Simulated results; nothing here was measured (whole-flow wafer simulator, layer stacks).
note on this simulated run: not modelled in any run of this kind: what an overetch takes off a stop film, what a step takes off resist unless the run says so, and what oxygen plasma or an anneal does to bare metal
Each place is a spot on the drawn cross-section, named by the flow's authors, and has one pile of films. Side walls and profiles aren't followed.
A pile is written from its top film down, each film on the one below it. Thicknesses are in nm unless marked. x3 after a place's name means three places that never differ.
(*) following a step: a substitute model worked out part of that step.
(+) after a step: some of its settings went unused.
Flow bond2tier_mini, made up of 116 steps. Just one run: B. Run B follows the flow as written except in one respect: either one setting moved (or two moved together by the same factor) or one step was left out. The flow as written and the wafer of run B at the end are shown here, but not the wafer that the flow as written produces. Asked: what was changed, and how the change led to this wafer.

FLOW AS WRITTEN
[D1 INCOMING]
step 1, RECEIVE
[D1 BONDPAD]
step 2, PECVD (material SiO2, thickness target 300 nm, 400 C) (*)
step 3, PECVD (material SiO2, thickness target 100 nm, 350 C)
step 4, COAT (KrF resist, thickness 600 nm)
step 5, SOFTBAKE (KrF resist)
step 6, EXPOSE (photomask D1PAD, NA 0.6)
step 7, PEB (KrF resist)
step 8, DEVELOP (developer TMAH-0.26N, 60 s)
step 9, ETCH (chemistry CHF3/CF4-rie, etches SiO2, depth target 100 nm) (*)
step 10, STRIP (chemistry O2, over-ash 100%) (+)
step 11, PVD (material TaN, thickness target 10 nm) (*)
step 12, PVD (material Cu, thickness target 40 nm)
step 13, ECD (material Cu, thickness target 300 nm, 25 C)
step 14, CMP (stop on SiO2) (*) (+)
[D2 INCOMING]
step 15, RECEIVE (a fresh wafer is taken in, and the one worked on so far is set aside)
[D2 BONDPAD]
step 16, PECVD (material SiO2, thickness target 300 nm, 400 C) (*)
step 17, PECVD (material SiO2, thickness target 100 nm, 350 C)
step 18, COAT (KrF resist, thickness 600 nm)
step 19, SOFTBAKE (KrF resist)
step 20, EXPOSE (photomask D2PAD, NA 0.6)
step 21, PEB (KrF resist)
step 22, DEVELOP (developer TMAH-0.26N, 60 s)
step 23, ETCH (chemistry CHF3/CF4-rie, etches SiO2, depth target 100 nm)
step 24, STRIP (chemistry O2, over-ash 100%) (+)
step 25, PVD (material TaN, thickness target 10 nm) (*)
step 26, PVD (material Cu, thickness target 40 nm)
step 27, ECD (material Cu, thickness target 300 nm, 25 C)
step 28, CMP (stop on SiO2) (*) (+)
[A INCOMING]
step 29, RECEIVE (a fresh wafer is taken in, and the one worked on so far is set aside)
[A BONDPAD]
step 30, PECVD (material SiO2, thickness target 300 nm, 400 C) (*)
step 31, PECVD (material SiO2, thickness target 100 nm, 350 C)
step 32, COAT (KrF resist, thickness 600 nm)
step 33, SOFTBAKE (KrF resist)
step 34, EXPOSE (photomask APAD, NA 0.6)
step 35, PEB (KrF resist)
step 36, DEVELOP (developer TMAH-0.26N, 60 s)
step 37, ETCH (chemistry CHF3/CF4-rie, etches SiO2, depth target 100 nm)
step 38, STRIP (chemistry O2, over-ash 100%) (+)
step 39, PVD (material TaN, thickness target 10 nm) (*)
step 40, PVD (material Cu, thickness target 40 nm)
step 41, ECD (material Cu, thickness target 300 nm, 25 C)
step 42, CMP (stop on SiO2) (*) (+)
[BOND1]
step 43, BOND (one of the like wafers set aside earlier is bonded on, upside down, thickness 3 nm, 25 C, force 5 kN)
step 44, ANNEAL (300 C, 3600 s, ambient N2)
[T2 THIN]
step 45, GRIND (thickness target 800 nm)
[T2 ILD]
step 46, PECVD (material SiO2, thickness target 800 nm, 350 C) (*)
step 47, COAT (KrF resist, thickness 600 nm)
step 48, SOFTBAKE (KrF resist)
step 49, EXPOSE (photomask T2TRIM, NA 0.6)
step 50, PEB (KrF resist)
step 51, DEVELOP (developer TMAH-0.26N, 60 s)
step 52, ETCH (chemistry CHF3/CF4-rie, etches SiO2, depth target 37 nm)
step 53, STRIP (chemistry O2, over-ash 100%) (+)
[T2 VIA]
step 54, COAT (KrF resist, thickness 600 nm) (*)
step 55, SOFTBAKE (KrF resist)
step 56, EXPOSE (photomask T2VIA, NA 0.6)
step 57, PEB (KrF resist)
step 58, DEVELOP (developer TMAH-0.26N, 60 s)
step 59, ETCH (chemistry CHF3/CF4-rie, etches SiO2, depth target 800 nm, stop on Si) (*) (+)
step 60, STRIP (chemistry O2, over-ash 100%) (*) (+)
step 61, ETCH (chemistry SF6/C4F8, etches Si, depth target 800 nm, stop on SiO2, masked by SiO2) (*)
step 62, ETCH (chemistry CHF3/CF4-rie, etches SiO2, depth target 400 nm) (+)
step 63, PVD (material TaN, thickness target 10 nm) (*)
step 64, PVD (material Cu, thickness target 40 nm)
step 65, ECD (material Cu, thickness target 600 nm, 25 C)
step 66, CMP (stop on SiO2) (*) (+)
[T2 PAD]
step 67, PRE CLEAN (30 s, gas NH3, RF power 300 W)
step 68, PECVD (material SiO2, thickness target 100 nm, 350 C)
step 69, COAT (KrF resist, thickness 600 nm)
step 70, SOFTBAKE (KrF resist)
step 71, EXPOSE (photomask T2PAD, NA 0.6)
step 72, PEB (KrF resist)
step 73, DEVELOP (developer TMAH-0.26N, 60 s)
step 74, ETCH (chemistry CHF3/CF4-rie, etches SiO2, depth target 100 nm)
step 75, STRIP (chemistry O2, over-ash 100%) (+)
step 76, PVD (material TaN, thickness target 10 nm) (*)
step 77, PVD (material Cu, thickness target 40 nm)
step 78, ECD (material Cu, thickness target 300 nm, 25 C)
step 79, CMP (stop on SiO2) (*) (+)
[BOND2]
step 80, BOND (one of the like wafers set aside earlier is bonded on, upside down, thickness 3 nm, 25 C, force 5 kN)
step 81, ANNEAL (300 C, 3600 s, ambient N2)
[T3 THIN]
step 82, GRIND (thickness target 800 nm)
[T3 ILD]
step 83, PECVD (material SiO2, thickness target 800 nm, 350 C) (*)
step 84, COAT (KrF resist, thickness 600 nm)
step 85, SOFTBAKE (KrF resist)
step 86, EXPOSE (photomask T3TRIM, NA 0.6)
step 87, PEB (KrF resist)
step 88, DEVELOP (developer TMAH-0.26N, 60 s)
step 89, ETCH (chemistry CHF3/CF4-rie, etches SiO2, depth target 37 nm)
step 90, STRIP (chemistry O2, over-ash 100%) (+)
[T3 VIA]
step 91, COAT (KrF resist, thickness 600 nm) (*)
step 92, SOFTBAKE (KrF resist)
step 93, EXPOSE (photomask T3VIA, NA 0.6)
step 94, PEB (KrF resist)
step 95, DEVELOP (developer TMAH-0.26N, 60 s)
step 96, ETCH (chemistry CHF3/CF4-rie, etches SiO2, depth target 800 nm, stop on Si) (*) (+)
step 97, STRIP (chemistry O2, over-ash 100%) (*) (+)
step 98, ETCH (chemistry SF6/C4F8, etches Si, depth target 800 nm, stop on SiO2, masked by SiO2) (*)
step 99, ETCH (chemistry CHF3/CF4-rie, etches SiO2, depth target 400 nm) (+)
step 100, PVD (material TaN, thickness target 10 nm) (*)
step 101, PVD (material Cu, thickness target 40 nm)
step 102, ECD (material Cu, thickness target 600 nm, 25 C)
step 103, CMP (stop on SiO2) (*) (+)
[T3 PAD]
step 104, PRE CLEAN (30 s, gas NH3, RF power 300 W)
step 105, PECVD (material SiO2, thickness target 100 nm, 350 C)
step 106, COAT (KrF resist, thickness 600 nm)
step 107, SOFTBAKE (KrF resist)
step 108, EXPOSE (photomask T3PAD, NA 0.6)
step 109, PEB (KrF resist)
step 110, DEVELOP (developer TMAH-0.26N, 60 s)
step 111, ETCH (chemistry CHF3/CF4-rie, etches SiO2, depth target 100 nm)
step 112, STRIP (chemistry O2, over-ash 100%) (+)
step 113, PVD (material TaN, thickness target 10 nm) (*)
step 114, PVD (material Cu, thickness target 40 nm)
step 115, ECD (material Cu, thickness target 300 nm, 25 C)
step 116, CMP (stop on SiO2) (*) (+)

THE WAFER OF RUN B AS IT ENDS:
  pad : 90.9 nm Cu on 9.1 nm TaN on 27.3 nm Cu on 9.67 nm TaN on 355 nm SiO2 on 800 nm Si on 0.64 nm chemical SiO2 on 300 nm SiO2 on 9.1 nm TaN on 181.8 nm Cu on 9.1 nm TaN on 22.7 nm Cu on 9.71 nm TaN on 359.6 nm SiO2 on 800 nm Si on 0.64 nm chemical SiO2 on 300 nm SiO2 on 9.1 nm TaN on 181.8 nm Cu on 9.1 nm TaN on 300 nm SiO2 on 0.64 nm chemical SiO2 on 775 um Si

Cause: step 52, ETCH: depth target 32.4 nm was run, while the flow as written has depth target 37 nm.

The path from the change to this, step by step:
  step 52, ETCH (chemistry CHF3/CF4-rie, etches SiO2, depth target 37 nm)
      pad, via: -32.4 SiO2 (in the flow as written it would be: -37 SiO2)
      field: -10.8 KrF resist (in the flow as written it would be: -12.3 KrF resist)
